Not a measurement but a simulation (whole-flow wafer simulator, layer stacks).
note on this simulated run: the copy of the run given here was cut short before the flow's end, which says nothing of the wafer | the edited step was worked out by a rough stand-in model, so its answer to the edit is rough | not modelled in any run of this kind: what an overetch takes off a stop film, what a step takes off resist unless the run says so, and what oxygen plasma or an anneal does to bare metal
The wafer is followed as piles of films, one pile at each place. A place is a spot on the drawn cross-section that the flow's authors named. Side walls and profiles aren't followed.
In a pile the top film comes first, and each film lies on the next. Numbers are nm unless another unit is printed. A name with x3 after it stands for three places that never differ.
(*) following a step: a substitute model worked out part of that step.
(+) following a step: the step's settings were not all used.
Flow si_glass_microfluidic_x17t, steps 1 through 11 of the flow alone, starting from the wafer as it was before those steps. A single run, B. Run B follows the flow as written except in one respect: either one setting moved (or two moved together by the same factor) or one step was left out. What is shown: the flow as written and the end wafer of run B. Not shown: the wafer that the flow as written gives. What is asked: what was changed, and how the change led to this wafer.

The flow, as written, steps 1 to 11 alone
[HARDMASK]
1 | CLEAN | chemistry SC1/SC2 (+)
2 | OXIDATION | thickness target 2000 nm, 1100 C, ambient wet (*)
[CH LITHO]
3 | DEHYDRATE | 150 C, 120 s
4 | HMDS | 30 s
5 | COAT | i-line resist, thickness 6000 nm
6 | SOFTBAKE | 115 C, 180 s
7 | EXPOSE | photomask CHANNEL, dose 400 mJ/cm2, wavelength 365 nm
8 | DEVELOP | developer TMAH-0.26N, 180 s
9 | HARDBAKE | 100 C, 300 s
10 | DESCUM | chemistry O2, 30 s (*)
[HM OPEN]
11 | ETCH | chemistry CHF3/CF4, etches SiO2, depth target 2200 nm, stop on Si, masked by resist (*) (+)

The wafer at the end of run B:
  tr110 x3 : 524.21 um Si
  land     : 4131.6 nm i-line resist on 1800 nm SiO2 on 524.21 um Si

Cause: step 2, OXIDATION: thickness target 1800 nm was run, whereas the flow has thickness target 2000 nm.
The wafer lets one read it off: land has SiO2 1800, and step 2 as written asks for 2000 nm.

The path from the change to this, step by step:
  2 | OXIDATION | thickness target 2000 nm, 1100 C, ambient wet (*)
      land, tr110 x3: SiO2 gains 1800 (new film), chemical SiO2 loses 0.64 (all of it), Si loses 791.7 (it would be, as written: SiO2 gains 2000 (new film), chemical SiO2 loses 0.64 (all of it), Si loses 879.7)
  11 | ETCH | chemistry CHF3/CF4, etches SiO2, depth target 2200 nm, stop on Si, masked by resist (*) (+)
      tr110 x3: SiO2 loses 1800 (all of it) (it would be, as written: SiO2 loses 2000 (all of it))
